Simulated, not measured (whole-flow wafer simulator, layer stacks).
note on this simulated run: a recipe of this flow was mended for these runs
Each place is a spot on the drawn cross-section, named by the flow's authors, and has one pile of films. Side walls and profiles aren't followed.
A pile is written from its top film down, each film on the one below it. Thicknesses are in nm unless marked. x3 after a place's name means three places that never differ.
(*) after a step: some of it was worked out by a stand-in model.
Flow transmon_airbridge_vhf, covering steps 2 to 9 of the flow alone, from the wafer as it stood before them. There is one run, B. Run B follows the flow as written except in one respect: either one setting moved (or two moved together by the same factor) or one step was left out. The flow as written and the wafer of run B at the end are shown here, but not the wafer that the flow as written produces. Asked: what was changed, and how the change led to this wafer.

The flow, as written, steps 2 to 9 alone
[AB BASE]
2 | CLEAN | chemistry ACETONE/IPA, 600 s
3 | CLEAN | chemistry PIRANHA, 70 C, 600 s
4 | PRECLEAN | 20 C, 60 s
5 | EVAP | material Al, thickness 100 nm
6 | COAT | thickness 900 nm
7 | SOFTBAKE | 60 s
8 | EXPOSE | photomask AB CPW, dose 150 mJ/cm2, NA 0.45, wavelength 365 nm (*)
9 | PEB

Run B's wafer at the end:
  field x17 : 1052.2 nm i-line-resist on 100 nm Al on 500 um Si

Cause: step 6, COAT: thickness 1110 nm was run, while the flow as written has thickness 900 nm.

Step by step, how the change led to this:
  6 | COAT | thickness 900 nm
      field x17: i-line-resist gains 1110 (new film) (in the flow as written it would be: i-line-resist gains 900 (new film))
  9 | PEB
      field x17: i-line-resist loses 57.8 (in the flow as written it would be: i-line-resist loses 46.5)
